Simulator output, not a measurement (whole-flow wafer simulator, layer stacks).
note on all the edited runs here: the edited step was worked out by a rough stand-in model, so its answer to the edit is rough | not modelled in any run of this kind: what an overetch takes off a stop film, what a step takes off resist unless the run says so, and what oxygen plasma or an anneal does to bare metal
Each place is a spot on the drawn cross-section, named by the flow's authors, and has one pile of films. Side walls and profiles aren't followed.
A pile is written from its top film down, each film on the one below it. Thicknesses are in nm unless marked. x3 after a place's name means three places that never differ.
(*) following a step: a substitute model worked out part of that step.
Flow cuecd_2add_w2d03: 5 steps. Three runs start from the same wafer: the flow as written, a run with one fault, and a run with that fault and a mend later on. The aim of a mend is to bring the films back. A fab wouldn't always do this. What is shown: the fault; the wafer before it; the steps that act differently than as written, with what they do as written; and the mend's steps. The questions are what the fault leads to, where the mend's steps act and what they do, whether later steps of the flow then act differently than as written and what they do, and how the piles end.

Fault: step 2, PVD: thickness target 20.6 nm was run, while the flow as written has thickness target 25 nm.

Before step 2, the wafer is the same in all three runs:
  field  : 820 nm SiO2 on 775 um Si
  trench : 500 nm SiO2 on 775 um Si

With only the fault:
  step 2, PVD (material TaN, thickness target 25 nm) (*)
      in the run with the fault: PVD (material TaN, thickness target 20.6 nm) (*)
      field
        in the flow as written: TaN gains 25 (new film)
        in the run with the fault: TaN gains 20.6 (new film)
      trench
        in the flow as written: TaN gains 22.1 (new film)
        in the run with the fault: TaN gains 18.2 (new film)
  None of the later steps of the flow acts differently than as written at any place that is followed.
  The piles end different from the flow's at field, trench by more than 2% or 0.5 nm, whichever is larger.
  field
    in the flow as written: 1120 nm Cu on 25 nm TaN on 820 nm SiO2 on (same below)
    in the run with the fault: 1120 nm Cu on 20.6 nm TaN on 820 nm SiO2 on (same below)
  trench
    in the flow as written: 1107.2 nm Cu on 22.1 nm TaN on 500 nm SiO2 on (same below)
    in the run with the fault: 1107.2 nm Cu on 18.2 nm TaN on 500 nm SiO2 on (same below)

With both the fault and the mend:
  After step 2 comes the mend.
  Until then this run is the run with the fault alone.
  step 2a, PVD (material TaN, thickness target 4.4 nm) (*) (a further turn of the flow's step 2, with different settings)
      field
        TaN gains 4.4
      trench
        TaN gains 3.88
  None of the later steps of the flow acts differently than as written at any place that is followed.
  At every place that both follow, the piles at the end match the flow's.
